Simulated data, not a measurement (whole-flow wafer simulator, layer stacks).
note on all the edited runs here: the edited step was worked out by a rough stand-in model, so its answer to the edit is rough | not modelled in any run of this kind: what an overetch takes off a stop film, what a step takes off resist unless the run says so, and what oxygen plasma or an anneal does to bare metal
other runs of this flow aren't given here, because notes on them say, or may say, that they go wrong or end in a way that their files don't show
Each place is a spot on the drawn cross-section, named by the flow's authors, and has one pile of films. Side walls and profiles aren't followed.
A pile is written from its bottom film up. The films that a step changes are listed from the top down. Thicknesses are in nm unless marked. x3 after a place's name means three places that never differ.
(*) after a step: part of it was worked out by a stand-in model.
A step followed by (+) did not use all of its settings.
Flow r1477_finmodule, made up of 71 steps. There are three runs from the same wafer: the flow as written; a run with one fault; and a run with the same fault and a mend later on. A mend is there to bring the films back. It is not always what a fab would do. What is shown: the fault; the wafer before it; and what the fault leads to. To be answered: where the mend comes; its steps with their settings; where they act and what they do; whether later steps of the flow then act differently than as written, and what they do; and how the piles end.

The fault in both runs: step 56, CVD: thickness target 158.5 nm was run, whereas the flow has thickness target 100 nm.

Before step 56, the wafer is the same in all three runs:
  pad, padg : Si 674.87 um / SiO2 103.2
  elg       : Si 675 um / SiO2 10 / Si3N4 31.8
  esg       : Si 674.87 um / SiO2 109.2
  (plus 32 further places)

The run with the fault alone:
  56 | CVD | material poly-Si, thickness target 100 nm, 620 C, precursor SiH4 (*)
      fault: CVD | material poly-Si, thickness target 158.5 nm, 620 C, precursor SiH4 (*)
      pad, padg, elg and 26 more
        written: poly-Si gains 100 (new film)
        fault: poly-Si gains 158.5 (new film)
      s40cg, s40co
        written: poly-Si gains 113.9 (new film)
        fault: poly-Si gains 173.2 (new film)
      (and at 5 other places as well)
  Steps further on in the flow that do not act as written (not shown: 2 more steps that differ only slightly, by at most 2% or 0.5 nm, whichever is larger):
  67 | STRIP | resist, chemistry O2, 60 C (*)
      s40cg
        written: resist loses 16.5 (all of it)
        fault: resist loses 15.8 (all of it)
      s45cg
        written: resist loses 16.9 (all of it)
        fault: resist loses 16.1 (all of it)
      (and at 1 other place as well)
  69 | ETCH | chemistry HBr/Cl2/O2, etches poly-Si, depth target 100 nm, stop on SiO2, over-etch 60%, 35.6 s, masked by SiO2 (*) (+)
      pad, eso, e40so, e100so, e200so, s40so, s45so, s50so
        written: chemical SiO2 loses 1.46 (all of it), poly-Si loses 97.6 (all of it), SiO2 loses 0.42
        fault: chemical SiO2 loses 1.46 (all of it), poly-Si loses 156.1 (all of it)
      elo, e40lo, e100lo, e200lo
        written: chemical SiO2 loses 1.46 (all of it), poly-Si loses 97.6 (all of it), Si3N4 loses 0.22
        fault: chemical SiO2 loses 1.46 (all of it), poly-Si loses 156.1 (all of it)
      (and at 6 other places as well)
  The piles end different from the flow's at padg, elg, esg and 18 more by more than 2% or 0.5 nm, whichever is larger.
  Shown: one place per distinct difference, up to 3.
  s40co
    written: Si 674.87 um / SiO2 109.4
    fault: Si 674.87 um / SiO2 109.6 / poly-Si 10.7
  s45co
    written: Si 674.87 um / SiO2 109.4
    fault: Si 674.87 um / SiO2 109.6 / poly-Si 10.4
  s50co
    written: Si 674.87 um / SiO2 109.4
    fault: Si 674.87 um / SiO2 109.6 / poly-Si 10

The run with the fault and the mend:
  After step 56 comes the mend.
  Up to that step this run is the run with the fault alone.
  56a | ETCH | chemistry tmah, depth target 279.9 nm
      pad, padg, elg and 26 more
        poly-Si loses 158.5 (all of it)
      s40cg, s40co
        poly-Si loses 173.2 (all of it)
      s45cg, s45co
        poly-Si loses 172.8 (all of it)
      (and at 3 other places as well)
  56b | CLEAN | chemistry SC1, 46 C, 45 s (*) (the flow's step 48, run once more)
      s40sg_line, s45sg_line, s50sg_line, s40so_line, s45so_line, s50so_line
        SiO2 loses 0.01
  56c | CVD | material poly-Si, thickness target 100 nm, 620 C, precursor SiH4 (*) (the flow's step 56, run once more)
      pad, padg, elg and 26 more
        poly-Si gains 100 (new film)
      s40cg, s40co
        poly-Si gains 113.9 (new film)
      s45cg, s45co
        poly-Si gains 113.4 (new film)
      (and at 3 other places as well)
  Later steps of the flow that are run all act as written at every place that is followed, up to a difference of at most 2% or 0.5 nm, whichever is larger.
  The piles end only slightly different from the flow's at the places that both follow, by no more than 2% or 0.5 nm, whichever is larger.
